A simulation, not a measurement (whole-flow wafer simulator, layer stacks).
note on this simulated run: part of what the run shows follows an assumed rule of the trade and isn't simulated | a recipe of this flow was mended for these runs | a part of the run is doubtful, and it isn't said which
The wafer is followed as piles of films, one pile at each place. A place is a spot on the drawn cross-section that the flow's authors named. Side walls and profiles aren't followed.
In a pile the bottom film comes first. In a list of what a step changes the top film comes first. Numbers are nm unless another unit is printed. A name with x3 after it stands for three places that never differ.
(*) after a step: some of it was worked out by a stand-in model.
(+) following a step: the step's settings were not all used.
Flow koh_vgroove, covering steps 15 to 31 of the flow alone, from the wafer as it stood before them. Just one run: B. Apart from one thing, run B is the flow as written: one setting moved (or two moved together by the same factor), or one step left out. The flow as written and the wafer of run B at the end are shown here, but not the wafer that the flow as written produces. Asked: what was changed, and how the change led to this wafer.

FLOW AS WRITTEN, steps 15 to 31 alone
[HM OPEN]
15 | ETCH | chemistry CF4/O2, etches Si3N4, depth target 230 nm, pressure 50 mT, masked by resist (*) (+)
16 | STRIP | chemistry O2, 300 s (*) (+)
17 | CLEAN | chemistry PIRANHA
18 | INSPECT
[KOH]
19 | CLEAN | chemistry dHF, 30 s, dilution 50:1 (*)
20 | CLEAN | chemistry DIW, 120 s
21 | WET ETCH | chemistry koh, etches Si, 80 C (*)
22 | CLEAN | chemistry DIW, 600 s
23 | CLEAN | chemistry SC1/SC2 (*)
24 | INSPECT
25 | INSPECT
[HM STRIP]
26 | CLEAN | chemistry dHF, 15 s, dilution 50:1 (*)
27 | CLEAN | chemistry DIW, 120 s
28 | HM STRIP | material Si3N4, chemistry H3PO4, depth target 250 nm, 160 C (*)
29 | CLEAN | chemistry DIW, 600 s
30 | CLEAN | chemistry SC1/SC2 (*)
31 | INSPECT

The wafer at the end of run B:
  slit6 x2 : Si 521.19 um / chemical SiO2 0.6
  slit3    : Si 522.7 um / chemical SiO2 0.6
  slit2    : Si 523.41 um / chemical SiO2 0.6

What caused this: step 15, ETCH: depth target 264.5 nm was run, though the flow has depth target 230 nm.

How this came from the change, step by step:
  15 | ETCH | chemistry CF4/O2, etches Si3N4, depth target 230 nm, pressure 50 mT, masked by resist (*) (+)
      slit3, slit2, slit6 x2: Si3N4 loses 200 (all of it), chemical SiO2 loses 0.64 (all of it), Si loses 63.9 (in the flow as written it would be: Si3N4 loses 200 (all of it), chemical SiO2 loses 0.64 (all of it), Si loses 29.4)
      field: i-line-resist loses 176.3 (in the flow as written it would be: i-line-resist loses 153.3)
  16 | STRIP | chemistry O2, 300 s (*) (+)
      field: i-line-resist loses 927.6 (all of it) (in the flow as written it would be: i-line-resist loses 950.6 (all of it))
